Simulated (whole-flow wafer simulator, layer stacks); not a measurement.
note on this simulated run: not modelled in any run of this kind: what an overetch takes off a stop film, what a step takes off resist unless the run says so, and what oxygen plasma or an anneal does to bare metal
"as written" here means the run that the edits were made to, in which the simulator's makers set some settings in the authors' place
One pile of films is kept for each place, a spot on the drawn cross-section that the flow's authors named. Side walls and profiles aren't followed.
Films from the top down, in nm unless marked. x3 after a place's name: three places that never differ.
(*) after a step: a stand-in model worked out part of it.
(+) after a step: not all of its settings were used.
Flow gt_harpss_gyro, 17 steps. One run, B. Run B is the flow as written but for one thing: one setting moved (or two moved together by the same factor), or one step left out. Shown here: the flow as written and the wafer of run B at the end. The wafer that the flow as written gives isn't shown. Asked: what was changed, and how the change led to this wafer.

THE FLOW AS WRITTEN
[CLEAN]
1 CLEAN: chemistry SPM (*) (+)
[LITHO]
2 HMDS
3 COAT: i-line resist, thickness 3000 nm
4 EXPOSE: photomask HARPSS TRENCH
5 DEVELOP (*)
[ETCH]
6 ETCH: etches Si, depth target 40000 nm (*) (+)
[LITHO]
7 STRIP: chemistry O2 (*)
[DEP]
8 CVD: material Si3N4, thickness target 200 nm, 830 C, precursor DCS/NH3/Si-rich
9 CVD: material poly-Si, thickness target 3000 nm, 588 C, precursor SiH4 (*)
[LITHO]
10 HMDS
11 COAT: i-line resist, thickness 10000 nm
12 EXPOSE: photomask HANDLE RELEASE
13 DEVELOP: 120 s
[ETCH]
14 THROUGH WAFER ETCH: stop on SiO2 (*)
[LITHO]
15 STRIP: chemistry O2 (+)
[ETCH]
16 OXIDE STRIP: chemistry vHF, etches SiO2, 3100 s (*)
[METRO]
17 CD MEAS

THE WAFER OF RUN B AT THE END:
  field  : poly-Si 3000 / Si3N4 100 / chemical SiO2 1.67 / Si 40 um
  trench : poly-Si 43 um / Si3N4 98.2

The cause: step 8, CVD: thickness target 99.99 nm was run, where the flow has thickness target 200 nm.
It can be read off the wafer: field has Si3N4 100, and step 8 as written asks for 200 nm.

How the change led to this, step by step:
  8 CVD: material Si3N4, thickness target 200 nm, 830 C, precursor DCS/NH3/Si-rich
      field: Si3N4 +100 (new film) (as written it would be: Si3N4 +200 (new film))
      trench: Si3N4 +98.2 (new film) (as written it would be: Si3N4 +195.9 (new film))
  9 CVD: material poly-Si, thickness target 3000 nm, 588 C, precursor SiH4 (*)
      trench: poly-Si +43 um (new film) (as written it would be: poly-Si +43.01 um (new film))
